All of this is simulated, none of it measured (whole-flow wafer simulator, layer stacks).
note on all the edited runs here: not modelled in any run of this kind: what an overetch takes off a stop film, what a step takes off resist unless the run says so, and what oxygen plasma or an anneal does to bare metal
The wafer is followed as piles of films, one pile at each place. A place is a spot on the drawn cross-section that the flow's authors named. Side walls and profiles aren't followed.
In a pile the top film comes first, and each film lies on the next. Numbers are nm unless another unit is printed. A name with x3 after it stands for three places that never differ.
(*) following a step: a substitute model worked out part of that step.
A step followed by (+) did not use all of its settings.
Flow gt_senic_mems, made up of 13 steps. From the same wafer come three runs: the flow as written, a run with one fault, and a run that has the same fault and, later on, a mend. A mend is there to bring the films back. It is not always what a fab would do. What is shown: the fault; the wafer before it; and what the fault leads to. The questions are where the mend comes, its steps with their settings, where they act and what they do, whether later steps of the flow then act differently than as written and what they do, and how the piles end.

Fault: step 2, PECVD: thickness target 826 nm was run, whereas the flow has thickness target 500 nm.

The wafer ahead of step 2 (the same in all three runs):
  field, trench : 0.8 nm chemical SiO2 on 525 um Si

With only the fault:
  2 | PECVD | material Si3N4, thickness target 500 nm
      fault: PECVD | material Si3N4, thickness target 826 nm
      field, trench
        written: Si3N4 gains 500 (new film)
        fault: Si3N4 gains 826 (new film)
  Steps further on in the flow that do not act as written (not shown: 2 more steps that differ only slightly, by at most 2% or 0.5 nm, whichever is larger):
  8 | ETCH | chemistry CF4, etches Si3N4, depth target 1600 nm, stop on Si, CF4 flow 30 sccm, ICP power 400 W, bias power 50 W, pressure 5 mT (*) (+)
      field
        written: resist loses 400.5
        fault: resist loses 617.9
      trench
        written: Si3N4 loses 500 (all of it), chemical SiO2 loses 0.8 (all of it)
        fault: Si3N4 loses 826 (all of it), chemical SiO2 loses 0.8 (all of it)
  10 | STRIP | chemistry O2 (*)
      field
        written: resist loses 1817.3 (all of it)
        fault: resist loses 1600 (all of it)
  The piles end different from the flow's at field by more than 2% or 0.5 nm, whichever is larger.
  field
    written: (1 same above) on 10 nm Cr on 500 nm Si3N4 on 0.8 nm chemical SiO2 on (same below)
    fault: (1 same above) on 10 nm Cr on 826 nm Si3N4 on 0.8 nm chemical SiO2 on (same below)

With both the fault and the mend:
  The mend follows step 2.
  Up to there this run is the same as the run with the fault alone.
  2a | ETCH | chemistry h3po4, depth target 326 nm
      field, trench
        Si3N4 loses 326
  None of the later steps of the flow acts differently than as written at any place that is followed.
  By the end, the piles equal the flow's at every place that both follow.
